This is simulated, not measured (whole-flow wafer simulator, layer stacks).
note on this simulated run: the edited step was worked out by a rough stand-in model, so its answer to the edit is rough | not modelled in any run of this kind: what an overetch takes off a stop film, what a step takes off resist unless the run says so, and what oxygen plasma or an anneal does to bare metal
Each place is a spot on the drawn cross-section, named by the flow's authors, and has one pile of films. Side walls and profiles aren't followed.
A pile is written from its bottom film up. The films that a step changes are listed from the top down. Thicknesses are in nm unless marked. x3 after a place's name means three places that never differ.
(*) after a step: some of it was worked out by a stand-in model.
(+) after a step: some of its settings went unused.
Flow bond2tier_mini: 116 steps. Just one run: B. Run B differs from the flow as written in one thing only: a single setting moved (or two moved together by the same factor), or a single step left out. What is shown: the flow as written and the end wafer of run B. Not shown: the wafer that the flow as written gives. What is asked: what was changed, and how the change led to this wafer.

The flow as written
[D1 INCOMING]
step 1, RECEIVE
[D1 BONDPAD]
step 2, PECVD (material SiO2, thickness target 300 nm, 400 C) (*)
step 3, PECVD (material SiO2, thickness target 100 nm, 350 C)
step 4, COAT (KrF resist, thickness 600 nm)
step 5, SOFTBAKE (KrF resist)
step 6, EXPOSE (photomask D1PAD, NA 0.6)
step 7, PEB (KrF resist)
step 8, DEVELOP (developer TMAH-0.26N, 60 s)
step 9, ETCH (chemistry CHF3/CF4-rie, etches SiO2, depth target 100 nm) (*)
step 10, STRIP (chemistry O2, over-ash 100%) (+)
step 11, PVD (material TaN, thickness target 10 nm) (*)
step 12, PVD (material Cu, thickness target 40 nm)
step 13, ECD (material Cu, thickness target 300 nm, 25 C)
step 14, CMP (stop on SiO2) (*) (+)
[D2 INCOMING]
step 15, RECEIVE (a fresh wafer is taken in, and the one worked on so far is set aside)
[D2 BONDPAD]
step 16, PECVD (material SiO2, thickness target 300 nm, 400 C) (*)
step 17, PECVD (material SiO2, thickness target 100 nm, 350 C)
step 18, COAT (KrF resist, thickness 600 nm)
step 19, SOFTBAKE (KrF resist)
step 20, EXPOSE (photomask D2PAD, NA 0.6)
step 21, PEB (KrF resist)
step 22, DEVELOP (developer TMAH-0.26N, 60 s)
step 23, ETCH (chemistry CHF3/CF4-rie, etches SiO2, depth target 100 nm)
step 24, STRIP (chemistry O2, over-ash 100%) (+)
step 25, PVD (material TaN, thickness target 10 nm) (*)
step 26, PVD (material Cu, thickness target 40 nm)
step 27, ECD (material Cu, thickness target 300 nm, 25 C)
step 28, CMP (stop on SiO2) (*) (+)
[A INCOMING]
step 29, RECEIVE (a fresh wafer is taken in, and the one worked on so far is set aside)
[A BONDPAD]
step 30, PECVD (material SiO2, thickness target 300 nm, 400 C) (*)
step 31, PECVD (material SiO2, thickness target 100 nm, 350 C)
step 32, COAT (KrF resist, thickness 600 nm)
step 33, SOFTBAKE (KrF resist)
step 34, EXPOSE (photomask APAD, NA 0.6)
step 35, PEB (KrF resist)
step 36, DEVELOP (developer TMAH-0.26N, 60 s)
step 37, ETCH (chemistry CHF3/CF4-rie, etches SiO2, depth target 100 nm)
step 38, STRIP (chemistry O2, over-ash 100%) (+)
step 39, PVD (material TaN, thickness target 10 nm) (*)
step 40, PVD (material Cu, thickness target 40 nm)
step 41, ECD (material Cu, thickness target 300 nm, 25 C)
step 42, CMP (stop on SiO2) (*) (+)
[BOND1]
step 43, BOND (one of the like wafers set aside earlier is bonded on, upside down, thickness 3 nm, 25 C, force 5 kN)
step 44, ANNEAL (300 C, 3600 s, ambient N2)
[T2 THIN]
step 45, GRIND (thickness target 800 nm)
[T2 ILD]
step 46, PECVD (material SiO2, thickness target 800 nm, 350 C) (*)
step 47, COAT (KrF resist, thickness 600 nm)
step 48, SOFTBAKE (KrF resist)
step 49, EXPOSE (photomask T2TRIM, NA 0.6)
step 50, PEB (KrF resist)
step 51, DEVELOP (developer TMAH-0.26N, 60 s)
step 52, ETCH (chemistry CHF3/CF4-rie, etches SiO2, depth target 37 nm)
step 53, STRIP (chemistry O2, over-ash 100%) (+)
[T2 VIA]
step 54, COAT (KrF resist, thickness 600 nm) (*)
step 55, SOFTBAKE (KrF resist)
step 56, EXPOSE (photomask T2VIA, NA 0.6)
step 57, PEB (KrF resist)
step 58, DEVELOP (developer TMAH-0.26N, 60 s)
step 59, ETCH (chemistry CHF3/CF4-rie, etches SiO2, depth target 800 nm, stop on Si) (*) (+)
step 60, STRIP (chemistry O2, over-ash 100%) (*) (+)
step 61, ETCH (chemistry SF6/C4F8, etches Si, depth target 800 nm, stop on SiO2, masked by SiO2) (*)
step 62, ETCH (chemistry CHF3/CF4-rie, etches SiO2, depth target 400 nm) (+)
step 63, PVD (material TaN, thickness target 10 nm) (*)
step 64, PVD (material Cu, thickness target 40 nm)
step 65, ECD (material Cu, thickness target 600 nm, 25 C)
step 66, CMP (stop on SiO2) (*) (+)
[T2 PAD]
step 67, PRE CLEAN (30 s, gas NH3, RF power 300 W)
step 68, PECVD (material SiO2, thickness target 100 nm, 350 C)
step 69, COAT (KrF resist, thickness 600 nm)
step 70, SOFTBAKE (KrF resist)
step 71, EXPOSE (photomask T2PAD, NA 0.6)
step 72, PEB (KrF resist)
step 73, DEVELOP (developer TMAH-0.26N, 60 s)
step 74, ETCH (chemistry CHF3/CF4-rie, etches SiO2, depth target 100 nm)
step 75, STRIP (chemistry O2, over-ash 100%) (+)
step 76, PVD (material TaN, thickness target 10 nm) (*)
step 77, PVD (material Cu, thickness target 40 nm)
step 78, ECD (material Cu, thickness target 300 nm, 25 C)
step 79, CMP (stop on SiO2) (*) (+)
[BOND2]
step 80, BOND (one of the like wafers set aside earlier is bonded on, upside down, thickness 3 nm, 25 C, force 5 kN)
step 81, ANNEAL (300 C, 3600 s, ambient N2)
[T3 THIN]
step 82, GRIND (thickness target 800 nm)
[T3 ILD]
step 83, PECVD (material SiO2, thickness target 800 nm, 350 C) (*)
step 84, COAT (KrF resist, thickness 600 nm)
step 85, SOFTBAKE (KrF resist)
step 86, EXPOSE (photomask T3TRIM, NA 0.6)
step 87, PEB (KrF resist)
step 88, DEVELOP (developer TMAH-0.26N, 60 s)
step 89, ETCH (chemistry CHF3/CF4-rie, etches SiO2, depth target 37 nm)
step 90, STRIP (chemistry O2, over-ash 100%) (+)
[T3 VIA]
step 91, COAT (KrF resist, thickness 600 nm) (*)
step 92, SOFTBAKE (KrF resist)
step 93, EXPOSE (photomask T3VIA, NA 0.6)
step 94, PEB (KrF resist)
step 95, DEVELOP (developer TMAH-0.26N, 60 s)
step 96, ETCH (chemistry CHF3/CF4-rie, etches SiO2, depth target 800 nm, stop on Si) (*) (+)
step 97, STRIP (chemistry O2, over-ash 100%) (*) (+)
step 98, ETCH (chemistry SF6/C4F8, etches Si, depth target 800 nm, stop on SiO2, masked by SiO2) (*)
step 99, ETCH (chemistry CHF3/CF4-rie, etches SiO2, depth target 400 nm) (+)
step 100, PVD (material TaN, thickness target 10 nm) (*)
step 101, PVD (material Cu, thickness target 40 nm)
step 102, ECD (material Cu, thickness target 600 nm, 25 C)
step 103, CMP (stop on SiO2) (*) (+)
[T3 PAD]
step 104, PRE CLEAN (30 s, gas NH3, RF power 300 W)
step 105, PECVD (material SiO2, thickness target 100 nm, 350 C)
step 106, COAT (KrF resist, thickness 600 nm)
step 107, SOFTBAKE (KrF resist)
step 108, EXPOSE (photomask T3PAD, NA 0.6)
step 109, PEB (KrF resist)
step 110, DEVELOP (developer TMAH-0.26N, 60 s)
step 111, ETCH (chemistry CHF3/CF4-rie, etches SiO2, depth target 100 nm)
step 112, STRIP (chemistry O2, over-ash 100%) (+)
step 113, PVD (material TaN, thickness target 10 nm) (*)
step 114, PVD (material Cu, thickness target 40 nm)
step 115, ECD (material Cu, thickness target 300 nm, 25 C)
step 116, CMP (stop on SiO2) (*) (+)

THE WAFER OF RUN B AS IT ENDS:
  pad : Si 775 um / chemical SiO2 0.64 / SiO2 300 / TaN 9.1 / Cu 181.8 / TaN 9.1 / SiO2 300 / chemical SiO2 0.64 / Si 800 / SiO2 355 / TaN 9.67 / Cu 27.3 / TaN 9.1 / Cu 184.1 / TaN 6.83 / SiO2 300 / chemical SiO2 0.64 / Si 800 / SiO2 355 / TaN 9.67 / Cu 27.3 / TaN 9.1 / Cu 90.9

What caused this: step 25, PVD: thickness target 7.5 nm was run, whereas the flow has thickness target 10 nm.

The path from the change to this, step by step:
  step 25, PVD (material TaN, thickness target 10 nm) (*)
      field: TaN gains 7.5 (new film) (as written it would have been: TaN gains 10 (new film))
      pad: TaN gains 6.83 (new film) (as written it would have been: TaN gains 9.1 (new film))
      (and at 1 other place as well)
  step 28, CMP (stop on SiO2) (*) (+)
      field: Cu loses 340 (all of it), TaN loses 7.5 (all of it) (as written it would have been: Cu loses 340 (all of it), TaN loses 10 (all of it))
  step 80, BOND (one of the like wafers set aside earlier is bonded on, upside down, thickness 3 nm, 25 C, force 5 kN)
      pad: Si gains 775 um (new film), chemical SiO2 gains 0.64 (new film), SiO2 gains 300 (new film), TaN gains 6.83 (new film), Cu gains 93.2 (as written it would have been: Si gains 775 um (new film), chemical SiO2 gains 0.64 (new film), SiO2 gains 300 (new film), TaN gains 9.1 (new film), Cu gains 90.9)
